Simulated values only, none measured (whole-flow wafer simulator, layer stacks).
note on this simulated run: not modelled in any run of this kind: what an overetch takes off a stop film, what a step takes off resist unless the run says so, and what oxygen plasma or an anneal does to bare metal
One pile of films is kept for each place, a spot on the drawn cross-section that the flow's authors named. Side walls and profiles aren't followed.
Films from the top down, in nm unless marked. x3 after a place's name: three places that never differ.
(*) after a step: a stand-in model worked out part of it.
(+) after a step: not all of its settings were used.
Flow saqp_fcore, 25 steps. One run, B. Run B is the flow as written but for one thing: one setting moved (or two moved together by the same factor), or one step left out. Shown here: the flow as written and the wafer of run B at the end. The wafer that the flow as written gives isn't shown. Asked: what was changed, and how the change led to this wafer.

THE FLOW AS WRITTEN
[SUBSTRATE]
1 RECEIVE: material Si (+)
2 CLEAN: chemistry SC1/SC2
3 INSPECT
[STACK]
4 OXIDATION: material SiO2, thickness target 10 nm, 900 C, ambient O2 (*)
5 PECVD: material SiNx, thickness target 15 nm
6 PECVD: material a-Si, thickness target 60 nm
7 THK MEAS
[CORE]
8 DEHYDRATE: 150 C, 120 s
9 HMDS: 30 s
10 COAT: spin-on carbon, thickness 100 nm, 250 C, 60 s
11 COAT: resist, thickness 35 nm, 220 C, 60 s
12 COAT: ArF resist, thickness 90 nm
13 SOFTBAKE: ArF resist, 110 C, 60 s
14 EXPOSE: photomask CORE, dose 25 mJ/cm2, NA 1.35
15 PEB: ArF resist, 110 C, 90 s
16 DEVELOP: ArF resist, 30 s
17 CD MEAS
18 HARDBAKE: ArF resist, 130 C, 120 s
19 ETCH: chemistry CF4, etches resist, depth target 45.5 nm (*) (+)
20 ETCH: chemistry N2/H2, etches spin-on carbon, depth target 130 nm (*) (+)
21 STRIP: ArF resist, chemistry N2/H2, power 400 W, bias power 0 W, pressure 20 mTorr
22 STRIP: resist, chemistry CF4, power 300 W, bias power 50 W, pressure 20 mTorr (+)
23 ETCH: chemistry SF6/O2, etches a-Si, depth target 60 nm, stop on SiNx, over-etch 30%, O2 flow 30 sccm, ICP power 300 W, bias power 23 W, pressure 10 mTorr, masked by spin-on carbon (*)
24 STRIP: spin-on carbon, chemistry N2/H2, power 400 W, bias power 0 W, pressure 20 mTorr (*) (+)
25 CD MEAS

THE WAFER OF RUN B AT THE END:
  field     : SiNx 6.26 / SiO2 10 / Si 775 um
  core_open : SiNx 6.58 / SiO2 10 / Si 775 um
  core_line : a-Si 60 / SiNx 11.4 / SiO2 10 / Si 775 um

The cause: step 5, PECVD: thickness target 11.4 nm was run, where the flow has thickness target 15 nm.
It can be read off the wafer: core_line has SiNx 11.4, and step 5 as written asks for 15 nm.

How the change led to this, step by step:
  5 PECVD: material SiNx, thickness target 15 nm
      field, core_open, core_line: SiNx +11.4 (new film) (as written it would be: SiNx +15 (new film))
